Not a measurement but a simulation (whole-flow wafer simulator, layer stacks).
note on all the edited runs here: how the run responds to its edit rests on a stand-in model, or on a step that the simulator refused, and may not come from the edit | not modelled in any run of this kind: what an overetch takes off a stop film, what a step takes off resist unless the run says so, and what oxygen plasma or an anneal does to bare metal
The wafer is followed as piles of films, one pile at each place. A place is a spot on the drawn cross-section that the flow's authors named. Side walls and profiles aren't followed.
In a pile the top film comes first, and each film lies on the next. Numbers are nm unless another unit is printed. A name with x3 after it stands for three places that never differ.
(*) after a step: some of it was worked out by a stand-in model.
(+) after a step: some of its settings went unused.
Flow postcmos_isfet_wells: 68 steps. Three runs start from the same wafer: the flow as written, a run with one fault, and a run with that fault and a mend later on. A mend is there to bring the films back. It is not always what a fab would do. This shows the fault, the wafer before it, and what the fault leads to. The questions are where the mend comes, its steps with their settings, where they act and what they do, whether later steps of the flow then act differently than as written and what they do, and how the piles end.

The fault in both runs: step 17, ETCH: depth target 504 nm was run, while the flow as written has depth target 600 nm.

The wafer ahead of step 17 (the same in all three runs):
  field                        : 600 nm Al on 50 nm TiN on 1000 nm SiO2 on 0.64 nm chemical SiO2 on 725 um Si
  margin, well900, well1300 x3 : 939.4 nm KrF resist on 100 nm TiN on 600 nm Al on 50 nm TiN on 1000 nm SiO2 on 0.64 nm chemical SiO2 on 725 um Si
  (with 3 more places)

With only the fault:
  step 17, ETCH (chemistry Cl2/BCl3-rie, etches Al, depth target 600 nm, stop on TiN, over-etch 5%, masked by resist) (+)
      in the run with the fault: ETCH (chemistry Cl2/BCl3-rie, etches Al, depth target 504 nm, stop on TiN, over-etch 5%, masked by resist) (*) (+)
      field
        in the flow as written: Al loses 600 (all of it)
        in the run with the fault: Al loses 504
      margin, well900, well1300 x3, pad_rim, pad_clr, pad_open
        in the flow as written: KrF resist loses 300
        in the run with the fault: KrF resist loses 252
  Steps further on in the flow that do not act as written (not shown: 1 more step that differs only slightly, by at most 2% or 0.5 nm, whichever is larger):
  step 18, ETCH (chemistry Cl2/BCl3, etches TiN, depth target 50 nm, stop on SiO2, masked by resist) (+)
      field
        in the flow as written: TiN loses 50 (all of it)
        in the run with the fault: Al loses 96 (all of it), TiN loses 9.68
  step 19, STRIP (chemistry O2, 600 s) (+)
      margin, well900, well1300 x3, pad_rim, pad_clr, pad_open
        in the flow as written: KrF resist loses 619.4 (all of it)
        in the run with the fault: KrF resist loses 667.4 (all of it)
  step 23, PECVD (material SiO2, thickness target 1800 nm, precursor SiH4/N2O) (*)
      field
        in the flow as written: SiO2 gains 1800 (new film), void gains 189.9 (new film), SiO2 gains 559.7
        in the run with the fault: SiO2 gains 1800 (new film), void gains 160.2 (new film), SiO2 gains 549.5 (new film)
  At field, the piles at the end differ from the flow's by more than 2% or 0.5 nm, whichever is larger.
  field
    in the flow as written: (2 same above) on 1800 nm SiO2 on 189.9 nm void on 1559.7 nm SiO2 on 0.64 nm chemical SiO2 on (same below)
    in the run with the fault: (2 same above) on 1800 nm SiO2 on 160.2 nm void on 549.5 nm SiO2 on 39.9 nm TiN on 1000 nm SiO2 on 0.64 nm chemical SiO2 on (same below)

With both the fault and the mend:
  After step 17 comes the mend.
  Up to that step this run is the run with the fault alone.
  step 17a, ETCH (chemistry Cl2/BCl3-rie, etches Al, depth target 96 nm, stop on TiN, over-etch 5%, masked by resist) (the flow's step 17 again, with other settings)
      margin, well900, well1300 x3, pad_rim, pad_clr, pad_open
        KrF resist loses 48
      field
        Al loses 96 (all of it)
  Every later step of the flow that is run acts as written at every place that is followed.
  At every place that both follow, the piles at the end match the flow's.
